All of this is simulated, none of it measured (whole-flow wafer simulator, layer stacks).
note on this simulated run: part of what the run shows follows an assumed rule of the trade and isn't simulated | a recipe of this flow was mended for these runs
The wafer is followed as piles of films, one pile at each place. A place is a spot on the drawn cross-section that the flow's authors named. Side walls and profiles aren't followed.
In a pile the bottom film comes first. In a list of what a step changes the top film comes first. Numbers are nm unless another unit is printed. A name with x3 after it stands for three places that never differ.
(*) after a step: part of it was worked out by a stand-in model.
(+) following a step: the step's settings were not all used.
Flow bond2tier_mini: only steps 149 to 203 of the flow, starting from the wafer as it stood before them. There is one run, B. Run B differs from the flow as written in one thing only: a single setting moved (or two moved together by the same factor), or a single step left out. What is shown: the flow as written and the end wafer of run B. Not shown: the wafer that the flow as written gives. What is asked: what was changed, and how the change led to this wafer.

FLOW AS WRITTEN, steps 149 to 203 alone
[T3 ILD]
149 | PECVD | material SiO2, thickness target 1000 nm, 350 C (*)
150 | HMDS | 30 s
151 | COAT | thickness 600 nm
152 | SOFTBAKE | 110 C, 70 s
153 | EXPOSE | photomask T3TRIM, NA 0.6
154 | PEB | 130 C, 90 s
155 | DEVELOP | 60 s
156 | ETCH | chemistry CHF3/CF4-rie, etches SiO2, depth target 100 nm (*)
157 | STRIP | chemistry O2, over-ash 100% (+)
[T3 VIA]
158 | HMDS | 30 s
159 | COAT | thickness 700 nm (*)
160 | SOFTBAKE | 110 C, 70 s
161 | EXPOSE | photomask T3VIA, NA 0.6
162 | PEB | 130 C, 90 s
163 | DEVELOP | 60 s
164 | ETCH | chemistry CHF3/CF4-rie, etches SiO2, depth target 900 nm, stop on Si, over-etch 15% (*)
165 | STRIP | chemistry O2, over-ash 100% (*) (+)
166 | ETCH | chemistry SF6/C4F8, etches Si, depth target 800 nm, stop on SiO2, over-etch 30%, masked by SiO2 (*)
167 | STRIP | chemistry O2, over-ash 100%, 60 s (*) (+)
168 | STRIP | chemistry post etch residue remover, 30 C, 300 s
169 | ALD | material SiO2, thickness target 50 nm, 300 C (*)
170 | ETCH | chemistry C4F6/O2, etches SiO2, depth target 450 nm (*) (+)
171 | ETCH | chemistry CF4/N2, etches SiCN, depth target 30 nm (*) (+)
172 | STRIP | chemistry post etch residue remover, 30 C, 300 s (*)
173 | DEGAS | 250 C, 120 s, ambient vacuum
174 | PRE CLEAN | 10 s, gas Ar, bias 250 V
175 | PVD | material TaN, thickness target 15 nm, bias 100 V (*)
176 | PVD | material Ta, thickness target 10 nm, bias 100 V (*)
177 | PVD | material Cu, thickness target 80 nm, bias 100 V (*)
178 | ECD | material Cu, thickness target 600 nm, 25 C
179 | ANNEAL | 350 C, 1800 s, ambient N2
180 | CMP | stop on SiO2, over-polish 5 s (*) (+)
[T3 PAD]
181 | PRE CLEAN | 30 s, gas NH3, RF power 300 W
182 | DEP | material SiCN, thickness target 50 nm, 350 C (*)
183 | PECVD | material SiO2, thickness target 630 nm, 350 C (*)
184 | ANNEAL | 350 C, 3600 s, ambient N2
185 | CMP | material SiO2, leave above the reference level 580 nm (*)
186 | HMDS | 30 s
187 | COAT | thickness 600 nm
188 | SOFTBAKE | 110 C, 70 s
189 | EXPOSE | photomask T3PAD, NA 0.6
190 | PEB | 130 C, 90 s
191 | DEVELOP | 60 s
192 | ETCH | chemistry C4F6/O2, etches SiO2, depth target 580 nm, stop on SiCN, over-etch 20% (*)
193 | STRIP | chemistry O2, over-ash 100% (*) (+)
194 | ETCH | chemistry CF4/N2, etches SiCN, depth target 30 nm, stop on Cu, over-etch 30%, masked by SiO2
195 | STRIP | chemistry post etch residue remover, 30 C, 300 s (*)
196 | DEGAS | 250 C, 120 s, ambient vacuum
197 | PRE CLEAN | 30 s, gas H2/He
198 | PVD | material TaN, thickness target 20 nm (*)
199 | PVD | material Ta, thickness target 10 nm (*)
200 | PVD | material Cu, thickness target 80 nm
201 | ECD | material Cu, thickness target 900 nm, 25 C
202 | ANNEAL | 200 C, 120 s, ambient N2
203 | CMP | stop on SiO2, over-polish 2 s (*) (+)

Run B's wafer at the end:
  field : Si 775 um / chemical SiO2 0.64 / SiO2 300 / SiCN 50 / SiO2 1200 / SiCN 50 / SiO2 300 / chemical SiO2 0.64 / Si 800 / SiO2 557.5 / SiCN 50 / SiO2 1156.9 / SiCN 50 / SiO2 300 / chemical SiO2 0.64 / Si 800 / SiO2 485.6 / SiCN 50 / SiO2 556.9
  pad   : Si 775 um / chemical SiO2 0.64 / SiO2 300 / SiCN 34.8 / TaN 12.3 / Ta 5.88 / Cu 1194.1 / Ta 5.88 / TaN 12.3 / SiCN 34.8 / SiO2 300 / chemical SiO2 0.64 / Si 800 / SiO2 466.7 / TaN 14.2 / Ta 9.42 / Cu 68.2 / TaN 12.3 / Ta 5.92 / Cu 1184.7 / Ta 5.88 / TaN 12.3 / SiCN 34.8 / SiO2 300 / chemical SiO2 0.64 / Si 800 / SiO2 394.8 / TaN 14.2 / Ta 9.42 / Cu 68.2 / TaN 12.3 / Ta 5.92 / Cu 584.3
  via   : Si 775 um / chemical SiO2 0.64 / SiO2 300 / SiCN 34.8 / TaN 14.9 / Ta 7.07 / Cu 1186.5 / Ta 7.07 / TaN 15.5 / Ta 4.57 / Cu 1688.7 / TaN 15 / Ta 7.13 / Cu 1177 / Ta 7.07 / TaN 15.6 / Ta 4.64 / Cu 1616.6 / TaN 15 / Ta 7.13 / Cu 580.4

Cause: step 149, PECVD: thickness target 928 nm was run, whereas the flow has thickness target 1000 nm.

Step by step, how the change led to this:
  149 | PECVD | material SiO2, thickness target 1000 nm, 350 C (*)
      field, pad, via: SiO2 gains 928 (new film) (in the flow as written it would be: SiO2 gains 1000 (new film))
  164 | ETCH | chemistry CHF3/CF4-rie, etches SiO2, depth target 900 nm, stop on Si, over-etch 15% (*)
      field, pad: thick-KrF-resist loses 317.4 (in the flow as written it would be: thick-KrF-resist loses 345)
      via: SiO2 loses 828 (all of it), Si loses 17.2 (in the flow as written it would be: SiO2 loses 900 (all of it), Si loses 11.2)
  165 | STRIP | chemistry O2, over-ash 100% (*) (+)
      field: thick-KrF-resist loses 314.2 (all of it) (in the flow as written it would be: thick-KrF-resist loses 286.6 (all of it))
      pad: thick-KrF-resist loses 400.5 (all of it) (in the flow as written it would be: thick-KrF-resist loses 372.9 (all of it))
  178 | ECD | material Cu, thickness target 600 nm, 25 C
      via: Cu gains 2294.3 (in the flow as written it would be: Cu gains 2367)
